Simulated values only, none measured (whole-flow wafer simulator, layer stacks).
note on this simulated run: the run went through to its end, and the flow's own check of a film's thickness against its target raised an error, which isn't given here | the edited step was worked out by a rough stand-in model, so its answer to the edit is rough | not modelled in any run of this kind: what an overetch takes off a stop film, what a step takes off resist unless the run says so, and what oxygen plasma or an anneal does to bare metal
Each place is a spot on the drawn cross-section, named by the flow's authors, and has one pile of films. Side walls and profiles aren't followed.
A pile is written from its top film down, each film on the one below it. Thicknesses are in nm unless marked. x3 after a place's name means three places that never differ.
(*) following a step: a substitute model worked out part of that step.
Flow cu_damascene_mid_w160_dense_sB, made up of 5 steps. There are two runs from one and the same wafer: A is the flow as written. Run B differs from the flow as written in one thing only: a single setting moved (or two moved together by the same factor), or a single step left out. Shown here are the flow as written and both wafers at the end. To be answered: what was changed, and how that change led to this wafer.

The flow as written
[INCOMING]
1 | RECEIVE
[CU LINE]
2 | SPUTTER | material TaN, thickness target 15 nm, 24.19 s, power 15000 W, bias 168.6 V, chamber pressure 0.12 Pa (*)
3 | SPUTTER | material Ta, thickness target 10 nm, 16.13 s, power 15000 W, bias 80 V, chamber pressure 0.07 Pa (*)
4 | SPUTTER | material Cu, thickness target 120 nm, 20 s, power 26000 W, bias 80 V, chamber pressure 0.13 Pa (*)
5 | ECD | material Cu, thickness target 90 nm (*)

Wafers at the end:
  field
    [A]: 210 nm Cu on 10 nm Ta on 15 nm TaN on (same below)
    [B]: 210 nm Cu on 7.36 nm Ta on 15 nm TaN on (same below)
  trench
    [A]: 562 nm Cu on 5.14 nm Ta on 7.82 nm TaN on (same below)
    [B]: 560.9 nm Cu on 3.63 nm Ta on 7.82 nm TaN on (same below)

The reason: step 3, SPUTTER: power 11040 W was run, while the flow as written has power 15000 W.

The path from the change to this, step by step:
  3 | SPUTTER | material Ta, thickness target 10 nm, 16.13 s, power 15000 W, bias 80 V, chamber pressure 0.07 Pa (*)
      field: A Ta gains 10 (new film) | B Ta gains 7.36 (new film)
      trench: A Ta gains 5.14 (new film) | B Ta gains 3.63 (new film)
